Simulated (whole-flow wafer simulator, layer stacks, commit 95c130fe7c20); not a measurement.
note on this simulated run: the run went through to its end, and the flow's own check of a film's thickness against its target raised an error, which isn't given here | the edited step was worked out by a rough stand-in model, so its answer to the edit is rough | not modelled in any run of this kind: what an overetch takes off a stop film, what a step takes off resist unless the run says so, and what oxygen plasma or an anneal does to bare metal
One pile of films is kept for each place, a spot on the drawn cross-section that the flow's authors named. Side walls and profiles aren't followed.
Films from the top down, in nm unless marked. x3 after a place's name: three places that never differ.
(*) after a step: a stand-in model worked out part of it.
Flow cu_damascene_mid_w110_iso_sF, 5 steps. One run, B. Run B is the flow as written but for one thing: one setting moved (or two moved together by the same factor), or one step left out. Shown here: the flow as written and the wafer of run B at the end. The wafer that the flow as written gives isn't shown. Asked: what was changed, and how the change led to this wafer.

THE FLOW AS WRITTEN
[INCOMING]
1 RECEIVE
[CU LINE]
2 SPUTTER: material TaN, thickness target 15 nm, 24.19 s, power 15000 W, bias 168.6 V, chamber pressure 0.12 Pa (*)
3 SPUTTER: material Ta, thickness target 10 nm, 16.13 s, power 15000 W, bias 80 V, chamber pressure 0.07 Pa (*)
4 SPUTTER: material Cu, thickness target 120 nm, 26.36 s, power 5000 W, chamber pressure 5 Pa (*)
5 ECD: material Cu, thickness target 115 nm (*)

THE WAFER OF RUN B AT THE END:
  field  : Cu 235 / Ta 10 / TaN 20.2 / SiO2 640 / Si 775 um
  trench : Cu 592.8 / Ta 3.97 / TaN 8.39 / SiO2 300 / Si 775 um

The cause: step 2, SPUTTER: thickness target 20.2 nm was run, where the flow has thickness target 15 nm; step 2, SPUTTER: 32.66 s was run, where the flow has 24.19 s.
It can be read off the wafer: field has TaN 20.2, and step 2 as written asks for 15 nm.

How the change led to this, step by step:
  2 SPUTTER: material TaN, thickness target 15 nm, 24.19 s, power 15000 W, bias 168.6 V, chamber pressure 0.12 Pa (*)
      field: TaN +20.2 (new film) (as written it would be: TaN +15 (new film))
      trench: TaN +8.39 (new film) (as written it would be: TaN +6.23 (new film))
